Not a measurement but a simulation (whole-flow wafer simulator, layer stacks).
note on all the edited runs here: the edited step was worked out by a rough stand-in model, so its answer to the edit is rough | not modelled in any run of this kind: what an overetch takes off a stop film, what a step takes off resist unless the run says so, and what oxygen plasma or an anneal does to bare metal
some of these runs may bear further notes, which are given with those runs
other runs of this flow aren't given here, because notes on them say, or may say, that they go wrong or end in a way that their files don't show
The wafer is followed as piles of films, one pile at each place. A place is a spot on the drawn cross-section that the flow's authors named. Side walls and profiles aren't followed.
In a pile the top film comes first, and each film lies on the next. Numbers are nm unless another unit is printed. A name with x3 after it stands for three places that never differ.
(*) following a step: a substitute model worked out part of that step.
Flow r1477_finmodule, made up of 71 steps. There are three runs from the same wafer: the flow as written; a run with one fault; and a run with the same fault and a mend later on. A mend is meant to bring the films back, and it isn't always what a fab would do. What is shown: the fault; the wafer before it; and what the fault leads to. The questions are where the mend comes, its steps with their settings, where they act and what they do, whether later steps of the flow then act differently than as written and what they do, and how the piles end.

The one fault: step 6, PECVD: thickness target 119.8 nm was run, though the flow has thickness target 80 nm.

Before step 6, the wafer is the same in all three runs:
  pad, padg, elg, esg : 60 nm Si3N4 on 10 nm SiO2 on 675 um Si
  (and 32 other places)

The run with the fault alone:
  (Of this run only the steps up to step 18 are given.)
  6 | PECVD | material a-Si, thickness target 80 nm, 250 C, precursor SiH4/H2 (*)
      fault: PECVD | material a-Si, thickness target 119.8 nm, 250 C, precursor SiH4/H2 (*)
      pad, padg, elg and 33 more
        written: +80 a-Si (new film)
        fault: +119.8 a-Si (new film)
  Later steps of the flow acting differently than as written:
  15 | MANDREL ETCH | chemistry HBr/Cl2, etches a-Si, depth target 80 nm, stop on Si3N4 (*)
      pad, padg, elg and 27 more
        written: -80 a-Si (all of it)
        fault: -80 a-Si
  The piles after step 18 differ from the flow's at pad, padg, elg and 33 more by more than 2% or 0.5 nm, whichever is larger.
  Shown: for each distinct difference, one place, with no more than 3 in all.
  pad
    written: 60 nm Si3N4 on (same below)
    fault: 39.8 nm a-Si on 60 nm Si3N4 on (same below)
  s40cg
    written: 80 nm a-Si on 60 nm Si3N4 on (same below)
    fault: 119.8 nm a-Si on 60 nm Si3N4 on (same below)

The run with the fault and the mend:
  After step 7 comes the mend.
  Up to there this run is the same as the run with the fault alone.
  7a | ETCH | chemistry tmah, depth target 137.8 nm
      pad, padg, elg and 33 more
        -119.8 a-Si (all of it)
  7b | PECVD | material a-Si, thickness target 80 nm, 250 C, precursor SiH4/H2 (*) (the flow's step 6, run once more)
      pad, padg, elg and 33 more
        +80 a-Si (new film)
  Later steps of the flow that are run all act as written at every place that is followed.
  By the end, the piles equal the flow's at every place that both follow.
